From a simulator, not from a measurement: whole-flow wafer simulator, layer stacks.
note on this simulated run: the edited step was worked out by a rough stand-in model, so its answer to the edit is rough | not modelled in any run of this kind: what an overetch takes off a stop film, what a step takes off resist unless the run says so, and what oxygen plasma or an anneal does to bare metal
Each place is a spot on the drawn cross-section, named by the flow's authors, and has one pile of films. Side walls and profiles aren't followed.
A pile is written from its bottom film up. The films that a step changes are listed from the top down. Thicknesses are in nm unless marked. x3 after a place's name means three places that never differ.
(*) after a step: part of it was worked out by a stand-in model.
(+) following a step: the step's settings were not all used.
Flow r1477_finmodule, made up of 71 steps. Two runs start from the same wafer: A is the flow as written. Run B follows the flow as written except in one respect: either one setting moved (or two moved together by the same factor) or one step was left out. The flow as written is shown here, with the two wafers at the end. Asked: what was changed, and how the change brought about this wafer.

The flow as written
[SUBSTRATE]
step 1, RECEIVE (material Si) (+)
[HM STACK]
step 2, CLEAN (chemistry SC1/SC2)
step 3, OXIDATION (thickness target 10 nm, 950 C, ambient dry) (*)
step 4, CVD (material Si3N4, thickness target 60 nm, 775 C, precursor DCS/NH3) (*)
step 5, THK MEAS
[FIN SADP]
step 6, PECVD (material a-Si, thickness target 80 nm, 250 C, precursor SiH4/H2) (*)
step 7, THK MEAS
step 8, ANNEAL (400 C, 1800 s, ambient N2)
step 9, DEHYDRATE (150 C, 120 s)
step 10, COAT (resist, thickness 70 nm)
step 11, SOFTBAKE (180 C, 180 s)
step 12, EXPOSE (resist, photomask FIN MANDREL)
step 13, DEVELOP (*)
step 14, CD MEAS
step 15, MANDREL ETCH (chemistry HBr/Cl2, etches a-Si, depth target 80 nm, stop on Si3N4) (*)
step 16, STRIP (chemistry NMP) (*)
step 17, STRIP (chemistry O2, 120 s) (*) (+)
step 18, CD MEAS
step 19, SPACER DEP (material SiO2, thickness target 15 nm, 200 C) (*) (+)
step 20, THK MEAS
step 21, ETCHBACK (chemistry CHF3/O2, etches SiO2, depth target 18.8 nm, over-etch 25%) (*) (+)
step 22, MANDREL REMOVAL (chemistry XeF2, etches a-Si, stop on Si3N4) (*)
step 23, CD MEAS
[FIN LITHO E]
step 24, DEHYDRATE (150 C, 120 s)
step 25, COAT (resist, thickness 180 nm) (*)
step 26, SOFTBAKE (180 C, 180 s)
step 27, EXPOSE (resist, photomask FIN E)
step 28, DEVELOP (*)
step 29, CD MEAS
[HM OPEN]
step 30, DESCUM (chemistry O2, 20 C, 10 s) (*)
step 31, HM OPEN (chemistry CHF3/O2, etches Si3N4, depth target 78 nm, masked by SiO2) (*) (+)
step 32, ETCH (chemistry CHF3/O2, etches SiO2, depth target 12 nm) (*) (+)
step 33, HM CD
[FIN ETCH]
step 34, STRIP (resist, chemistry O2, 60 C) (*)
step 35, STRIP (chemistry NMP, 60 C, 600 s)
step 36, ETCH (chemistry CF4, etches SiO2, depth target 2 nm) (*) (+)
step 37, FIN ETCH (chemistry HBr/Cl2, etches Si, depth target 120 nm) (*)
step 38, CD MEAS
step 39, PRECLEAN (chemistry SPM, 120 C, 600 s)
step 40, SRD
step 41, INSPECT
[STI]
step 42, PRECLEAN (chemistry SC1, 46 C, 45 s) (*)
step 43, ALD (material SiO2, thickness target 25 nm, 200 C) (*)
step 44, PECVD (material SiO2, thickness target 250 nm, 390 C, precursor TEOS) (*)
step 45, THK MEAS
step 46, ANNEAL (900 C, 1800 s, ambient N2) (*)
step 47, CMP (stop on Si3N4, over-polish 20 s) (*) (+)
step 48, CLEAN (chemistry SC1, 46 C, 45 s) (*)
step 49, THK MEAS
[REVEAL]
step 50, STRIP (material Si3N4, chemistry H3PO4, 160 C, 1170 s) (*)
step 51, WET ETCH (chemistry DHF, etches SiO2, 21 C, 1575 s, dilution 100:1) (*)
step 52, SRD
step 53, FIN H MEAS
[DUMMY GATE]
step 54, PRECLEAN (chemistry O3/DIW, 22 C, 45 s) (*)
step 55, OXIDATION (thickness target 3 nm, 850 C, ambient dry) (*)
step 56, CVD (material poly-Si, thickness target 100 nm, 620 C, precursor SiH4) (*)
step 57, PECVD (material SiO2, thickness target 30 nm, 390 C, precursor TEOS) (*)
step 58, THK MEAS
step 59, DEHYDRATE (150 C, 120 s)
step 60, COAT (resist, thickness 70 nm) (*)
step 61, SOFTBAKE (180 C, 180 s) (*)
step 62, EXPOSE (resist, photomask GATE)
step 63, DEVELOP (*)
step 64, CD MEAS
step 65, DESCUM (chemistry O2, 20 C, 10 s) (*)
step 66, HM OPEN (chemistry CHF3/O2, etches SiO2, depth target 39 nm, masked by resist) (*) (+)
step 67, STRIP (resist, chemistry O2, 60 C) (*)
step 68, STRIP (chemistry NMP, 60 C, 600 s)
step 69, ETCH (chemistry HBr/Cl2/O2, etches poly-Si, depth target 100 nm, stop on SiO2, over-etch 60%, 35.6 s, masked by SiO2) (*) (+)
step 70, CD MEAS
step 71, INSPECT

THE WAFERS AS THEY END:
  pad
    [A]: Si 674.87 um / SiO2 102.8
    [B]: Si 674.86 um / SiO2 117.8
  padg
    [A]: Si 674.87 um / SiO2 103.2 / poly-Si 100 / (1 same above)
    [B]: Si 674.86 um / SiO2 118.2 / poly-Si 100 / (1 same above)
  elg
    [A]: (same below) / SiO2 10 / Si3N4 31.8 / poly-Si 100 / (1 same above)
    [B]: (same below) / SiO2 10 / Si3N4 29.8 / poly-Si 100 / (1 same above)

Cause: step 37, FIN ETCH: depth target 135 nm was run, though the flow has depth target 120 nm.

Step by step, how the change led to this:
  step 37, FIN ETCH (chemistry HBr/Cl2, etches Si, depth target 120 nm) (*)
      pad, padg, esg and 19 more: A Si loses 120 | B Si loses 135
      elg, e40lg, e100lg, e200lg, elo, e40lo, e100lo, e200lo: A Si3N4 loses 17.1 | B Si3N4 loses 19.3
      (as well as at 6 more places)
  step 43, ALD (material SiO2, thickness target 25 nm, 200 C) (*)
      s40cg, s45cg, s50cg, s40co, s45co, s50co: A SiO2 gains 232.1 (new film) | B SiO2 gains 245.9 (new film)
      esg: A SiO2 gains 194.3 (new film) | B SiO2 gains 207.1 (new film)
  step 47, CMP (stop on Si3N4, over-polish 20 s) (*) (+)
      pad, padg, e40sg and 11 more: A SiO2 loses 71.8 | B SiO2 loses 56.8
      eso: A SiO2 loses 72.4 | B SiO2 loses 57.4
  step 51, WET ETCH (chemistry DHF, etches SiO2, 21 C, 1575 s, dilution 100:1) (*)
      elg, e40lg, e100lg, e200lg, elo, e40lo, e100lo, e200lo: A SiO2 loses 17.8 (all of it), Si3N4 loses 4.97 | B SiO2 loses 20 (all of it), Si3N4 loses 4.8
  step 67, STRIP (resist, chemistry O2, 60 C) (*)
      e40sg: A resist loses 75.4 (all of it) | B resist loses 73.5 (all of it)
      e100sg: A resist loses 75.3 (all of it) | B resist loses 73.5 (all of it)
      (as well as at 1 more place)
